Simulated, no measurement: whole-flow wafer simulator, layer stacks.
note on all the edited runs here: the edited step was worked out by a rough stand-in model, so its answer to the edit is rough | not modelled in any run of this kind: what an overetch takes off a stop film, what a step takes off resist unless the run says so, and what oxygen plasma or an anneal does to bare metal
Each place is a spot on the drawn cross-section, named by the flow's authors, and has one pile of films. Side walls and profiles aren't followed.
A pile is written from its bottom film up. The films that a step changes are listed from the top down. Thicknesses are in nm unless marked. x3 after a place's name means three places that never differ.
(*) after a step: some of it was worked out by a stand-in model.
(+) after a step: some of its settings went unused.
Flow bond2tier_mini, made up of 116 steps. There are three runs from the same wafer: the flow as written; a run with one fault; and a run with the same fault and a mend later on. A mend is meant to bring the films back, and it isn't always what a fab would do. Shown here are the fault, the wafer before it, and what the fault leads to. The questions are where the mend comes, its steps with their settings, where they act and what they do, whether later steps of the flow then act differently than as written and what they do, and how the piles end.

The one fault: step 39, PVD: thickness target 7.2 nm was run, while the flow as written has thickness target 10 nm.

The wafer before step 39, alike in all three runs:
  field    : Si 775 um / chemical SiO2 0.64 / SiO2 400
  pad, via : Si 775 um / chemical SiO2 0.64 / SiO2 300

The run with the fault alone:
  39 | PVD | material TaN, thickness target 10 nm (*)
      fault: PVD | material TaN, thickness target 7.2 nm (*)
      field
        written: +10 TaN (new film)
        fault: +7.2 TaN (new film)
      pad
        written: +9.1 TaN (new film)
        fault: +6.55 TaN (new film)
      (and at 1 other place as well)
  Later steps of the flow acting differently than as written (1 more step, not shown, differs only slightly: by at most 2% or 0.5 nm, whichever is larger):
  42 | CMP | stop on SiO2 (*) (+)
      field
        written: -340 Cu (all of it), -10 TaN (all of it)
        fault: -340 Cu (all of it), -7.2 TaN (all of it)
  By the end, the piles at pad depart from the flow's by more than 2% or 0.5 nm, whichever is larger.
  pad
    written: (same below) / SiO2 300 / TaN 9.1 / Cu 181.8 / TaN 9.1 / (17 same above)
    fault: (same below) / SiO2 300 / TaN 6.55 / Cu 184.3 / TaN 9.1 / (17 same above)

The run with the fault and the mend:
  The mend follows step 39.
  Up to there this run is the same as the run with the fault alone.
  39a | PVD | material TaN, thickness target 2.8 nm (*) (a further turn of the flow's step 39, with different settings)
      field
        +2.8 TaN
      pad
        +2.55 TaN
      via
        +2.79 TaN
  Every later step of the flow that is run acts as written at every place that is followed.
  At every place that both follow, the piles at the end match the flow's.
